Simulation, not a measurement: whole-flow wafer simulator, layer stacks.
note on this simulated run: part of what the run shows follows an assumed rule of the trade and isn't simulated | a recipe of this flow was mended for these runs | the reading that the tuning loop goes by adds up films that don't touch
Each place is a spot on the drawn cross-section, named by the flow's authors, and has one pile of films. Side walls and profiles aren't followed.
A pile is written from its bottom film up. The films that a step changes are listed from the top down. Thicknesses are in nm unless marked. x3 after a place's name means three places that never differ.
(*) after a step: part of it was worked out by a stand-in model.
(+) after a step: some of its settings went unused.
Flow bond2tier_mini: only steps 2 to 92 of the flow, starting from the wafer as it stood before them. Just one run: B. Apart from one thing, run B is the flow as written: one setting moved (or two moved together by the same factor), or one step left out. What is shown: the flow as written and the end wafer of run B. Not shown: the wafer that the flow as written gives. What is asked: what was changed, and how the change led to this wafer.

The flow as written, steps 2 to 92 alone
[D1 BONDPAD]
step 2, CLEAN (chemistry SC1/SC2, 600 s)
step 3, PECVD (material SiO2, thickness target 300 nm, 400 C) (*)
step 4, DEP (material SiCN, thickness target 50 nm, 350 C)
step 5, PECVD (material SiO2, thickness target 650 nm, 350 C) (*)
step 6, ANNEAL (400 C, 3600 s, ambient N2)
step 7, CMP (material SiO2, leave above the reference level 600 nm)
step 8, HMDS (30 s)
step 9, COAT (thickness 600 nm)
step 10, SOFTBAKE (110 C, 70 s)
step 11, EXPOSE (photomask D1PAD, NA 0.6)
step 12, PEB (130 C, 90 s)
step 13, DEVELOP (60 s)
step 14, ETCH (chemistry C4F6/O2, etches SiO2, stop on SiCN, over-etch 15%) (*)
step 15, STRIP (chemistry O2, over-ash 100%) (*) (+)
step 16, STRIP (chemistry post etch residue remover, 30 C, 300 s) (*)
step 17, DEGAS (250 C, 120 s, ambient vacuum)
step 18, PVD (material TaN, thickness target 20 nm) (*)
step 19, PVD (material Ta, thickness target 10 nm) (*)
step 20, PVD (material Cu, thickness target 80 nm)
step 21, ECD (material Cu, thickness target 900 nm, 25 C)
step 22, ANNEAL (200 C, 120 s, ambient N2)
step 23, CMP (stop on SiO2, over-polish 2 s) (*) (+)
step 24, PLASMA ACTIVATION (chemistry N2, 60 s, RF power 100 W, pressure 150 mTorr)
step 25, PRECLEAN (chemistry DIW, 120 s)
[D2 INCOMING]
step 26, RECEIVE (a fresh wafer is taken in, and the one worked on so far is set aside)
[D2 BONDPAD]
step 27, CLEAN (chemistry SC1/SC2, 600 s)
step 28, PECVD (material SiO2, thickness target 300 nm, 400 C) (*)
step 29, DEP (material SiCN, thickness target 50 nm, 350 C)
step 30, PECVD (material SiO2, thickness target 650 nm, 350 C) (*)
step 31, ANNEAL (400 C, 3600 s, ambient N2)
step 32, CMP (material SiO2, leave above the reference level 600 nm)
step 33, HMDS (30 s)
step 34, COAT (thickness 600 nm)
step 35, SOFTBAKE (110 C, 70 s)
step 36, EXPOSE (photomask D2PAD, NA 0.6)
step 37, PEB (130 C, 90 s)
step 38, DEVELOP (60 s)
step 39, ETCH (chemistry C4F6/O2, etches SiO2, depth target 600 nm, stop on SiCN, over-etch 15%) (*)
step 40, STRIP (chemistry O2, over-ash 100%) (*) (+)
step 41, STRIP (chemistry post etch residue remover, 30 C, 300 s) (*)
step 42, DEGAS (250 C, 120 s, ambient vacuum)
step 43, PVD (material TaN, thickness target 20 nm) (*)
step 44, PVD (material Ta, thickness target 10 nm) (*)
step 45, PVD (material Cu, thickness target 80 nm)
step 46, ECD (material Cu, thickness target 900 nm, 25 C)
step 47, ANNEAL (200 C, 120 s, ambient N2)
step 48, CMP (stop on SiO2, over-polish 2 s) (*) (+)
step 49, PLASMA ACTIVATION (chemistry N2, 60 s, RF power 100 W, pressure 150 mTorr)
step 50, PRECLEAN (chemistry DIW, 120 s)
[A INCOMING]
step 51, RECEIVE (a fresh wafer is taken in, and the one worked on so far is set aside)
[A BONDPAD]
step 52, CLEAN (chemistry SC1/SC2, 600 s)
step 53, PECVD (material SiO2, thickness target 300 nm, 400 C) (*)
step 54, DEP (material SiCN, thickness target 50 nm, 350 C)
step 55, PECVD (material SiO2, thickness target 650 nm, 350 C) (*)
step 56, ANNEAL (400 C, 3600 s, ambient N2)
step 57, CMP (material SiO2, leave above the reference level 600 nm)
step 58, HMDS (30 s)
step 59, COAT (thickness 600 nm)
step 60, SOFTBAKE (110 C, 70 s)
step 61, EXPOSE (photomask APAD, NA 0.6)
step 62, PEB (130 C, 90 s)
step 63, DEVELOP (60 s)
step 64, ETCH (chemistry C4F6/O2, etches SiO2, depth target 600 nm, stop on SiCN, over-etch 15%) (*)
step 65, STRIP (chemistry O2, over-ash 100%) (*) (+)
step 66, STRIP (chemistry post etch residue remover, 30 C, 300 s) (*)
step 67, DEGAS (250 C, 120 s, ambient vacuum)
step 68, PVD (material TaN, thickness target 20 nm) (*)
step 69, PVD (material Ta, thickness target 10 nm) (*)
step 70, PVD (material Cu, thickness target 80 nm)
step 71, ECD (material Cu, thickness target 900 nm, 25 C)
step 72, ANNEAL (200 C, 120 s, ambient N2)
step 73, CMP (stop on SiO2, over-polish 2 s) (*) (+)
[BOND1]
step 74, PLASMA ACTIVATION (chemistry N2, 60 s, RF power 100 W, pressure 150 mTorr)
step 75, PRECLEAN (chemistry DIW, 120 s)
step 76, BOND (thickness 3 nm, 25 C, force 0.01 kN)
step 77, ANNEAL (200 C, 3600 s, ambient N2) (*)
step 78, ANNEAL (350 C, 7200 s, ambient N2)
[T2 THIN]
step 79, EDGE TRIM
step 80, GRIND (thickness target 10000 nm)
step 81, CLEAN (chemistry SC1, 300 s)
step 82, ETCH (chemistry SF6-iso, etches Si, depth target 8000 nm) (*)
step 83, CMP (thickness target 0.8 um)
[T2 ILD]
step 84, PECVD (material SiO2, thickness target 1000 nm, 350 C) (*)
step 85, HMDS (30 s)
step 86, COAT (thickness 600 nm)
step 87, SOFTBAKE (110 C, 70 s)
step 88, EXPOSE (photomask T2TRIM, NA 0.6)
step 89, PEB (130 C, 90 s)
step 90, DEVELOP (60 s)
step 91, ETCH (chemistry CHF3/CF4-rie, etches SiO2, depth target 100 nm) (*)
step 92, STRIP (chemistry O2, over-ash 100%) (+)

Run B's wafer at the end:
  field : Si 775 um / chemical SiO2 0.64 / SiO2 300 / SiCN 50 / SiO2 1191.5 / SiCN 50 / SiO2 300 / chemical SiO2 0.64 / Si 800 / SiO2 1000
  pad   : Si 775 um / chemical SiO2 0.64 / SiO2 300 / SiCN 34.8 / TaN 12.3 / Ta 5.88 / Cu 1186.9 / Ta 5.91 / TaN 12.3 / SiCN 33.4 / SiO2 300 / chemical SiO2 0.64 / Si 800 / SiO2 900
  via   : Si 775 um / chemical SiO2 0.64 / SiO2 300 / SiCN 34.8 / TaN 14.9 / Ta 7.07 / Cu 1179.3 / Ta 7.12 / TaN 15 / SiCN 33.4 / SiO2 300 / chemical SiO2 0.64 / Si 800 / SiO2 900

What caused this: step 5, PECVD: thickness target 591.5 nm was run, whereas the flow has thickness target 650 nm.

How this came from the change, step by step:
  step 5, PECVD (material SiO2, thickness target 650 nm, 350 C) (*)
      field, pad, via: +591.5 SiO2 (new film) (it would be, as written: +650 SiO2 (new film))
  step 7, CMP (material SiO2, leave above the reference level 600 nm)
      field, pad, via: nothing (it would be, as written: -50 SiO2)
  step 14, ETCH (chemistry C4F6/O2, etches SiO2, stop on SiCN, over-etch 15%) (*)
      pad, via: -591.5 SiO2 (all of it), -16.6 SiCN (it would be, as written: -600 SiO2 (all of it), -15.2 SiCN)
  step 76, BOND (thickness 3 nm, 25 C, force 0.01 kN)
      field: +775 um Si (new film), +0.64 chemical SiO2 (new film), +300 SiO2 (new film), +50 SiCN (new film), +591.5 SiO2 (it would be, as written: +775 um Si (new film), +0.64 chemical SiO2 (new film), +300 SiO2 (new film), +50 SiCN (new film), +600 SiO2)
      pad: +775 um Si (new film), +0.64 chemical SiO2 (new film), +300 SiO2 (new film), +33.4 SiCN (new film), +12.3 TaN (new film), +5.91 Ta (new film), +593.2 Cu (it would be, as written: +775 um Si (new film), +0.64 chemical SiO2 (new film), +300 SiO2 (new film), +34.8 SiCN (new film), +12.3 TaN (new film), +5.88 Ta (new film), +600.4 Cu)
      (also at 1 further place)
